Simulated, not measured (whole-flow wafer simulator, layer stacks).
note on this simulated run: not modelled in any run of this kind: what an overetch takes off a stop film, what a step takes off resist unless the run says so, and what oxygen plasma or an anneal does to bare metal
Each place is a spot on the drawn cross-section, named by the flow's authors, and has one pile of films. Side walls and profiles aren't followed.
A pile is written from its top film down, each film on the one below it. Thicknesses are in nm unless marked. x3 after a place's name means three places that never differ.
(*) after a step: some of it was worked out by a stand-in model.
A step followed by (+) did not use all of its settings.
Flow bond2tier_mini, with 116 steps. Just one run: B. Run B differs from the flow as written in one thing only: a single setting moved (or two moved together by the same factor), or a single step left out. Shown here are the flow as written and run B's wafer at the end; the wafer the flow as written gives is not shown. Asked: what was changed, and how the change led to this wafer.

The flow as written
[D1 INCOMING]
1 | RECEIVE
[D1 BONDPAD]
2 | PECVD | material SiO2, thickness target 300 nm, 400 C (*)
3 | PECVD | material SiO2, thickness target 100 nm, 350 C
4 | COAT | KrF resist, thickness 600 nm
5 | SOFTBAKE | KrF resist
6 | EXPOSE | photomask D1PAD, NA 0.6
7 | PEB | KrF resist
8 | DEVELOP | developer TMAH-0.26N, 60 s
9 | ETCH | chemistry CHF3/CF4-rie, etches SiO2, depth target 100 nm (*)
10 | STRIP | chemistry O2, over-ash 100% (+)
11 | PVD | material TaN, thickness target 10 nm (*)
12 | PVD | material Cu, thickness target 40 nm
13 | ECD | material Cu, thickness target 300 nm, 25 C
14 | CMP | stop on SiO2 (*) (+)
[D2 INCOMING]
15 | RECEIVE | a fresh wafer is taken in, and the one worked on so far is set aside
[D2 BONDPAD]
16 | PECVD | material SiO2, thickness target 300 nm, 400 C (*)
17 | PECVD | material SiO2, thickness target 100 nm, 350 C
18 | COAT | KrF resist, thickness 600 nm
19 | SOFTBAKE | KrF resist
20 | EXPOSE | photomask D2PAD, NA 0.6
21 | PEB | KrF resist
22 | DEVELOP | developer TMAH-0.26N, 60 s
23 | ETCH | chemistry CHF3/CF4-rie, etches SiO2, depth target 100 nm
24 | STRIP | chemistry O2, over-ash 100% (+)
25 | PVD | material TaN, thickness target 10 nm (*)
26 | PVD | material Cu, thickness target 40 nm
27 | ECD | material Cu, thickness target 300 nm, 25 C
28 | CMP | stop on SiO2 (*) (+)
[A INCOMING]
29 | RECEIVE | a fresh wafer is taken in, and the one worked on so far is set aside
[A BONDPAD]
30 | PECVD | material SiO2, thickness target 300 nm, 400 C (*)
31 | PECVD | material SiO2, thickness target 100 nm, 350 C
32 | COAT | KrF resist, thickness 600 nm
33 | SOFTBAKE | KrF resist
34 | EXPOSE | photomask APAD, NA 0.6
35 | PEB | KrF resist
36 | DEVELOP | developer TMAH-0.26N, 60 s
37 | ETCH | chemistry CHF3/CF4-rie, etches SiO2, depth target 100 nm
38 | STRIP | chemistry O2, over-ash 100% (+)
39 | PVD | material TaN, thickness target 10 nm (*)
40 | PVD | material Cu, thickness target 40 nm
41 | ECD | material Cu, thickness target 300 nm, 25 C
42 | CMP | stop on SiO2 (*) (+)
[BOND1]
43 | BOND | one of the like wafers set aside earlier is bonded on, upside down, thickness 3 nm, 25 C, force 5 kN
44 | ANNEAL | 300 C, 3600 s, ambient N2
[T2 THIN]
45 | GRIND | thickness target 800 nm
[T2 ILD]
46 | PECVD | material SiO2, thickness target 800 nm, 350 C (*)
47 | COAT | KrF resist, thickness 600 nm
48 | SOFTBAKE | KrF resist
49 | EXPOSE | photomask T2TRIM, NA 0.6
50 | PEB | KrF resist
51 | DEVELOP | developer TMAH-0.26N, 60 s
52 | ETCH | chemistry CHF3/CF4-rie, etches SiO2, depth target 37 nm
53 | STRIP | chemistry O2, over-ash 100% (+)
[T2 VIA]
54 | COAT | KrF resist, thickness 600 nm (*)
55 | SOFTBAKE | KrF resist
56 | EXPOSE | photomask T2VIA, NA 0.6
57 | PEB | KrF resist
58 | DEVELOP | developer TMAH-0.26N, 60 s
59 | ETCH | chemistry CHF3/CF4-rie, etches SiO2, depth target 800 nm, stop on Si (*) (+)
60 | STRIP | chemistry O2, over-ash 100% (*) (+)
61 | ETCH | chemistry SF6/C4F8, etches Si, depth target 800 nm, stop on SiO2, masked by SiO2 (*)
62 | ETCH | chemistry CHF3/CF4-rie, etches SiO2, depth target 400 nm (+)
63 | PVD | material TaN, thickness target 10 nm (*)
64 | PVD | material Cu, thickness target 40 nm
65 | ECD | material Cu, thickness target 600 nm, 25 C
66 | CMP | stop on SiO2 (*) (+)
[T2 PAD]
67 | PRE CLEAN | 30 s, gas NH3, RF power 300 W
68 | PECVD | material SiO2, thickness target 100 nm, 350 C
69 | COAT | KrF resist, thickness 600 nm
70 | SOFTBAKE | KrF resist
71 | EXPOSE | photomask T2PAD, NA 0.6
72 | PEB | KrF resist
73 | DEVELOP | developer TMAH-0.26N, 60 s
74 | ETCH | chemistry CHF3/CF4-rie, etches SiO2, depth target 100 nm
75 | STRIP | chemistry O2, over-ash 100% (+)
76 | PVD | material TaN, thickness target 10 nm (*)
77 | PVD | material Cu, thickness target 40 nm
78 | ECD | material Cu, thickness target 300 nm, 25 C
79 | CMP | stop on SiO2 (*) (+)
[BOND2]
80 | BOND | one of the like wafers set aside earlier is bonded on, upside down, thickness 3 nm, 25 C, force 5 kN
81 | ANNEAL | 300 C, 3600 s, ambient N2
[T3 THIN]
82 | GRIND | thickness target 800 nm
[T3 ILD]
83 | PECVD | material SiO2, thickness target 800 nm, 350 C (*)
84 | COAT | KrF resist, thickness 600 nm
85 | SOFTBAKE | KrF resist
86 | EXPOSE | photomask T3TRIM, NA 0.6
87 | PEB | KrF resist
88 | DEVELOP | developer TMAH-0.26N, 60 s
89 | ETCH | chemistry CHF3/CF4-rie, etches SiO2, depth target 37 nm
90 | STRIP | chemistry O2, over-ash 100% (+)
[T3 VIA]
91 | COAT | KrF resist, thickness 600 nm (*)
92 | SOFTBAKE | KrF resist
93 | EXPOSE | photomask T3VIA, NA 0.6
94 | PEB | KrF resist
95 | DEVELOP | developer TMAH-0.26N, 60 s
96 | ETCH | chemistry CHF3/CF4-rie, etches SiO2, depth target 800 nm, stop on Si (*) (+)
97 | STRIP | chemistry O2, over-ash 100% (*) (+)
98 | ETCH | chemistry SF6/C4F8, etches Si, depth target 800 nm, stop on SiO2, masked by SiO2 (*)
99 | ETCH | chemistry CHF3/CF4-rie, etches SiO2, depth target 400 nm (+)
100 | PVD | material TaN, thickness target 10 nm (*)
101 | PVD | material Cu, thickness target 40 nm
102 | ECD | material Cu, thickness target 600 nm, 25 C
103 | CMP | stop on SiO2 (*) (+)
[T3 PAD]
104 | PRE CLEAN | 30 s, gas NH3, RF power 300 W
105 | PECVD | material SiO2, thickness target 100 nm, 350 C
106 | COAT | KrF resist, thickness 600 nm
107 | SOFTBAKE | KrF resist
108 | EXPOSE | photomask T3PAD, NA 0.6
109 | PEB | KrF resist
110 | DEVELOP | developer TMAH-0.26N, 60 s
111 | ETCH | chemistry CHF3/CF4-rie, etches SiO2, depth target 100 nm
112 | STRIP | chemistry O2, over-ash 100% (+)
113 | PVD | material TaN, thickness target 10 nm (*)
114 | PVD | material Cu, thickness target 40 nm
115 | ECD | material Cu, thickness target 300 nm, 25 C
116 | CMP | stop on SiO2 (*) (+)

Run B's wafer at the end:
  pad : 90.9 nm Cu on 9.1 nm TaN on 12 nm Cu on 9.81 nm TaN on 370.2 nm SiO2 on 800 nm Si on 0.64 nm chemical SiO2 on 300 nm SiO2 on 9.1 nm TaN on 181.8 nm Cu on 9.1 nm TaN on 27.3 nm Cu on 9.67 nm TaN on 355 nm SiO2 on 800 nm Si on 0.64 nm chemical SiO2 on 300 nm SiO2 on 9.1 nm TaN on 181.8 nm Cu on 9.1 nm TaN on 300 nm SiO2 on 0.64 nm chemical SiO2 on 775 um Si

What caused this: step 89, ETCH: depth target 21.8 nm was run, while the flow as written has depth target 37 nm.

The path from the change to this, step by step:
  89 | ETCH | chemistry CHF3/CF4-rie, etches SiO2, depth target 37 nm
      field: -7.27 KrF resist (it would be, as written: -12.3 KrF resist)
      pad: -21.8 SiO2 (it would be, as written: -37 SiO2)
  97 | STRIP | chemistry O2, over-ash 100% (*) (+)
      field: -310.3 KrF resist (all of it) (it would be, as written: -303.9 KrF resist (all of it))
      pad: -329.2 KrF resist (all of it) (it would be, as written: -336 KrF resist (all of it))
  102 | ECD | material Cu, thickness target 600 nm, 25 C
      pad: +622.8 Cu (it would be, as written: +638.7 Cu)
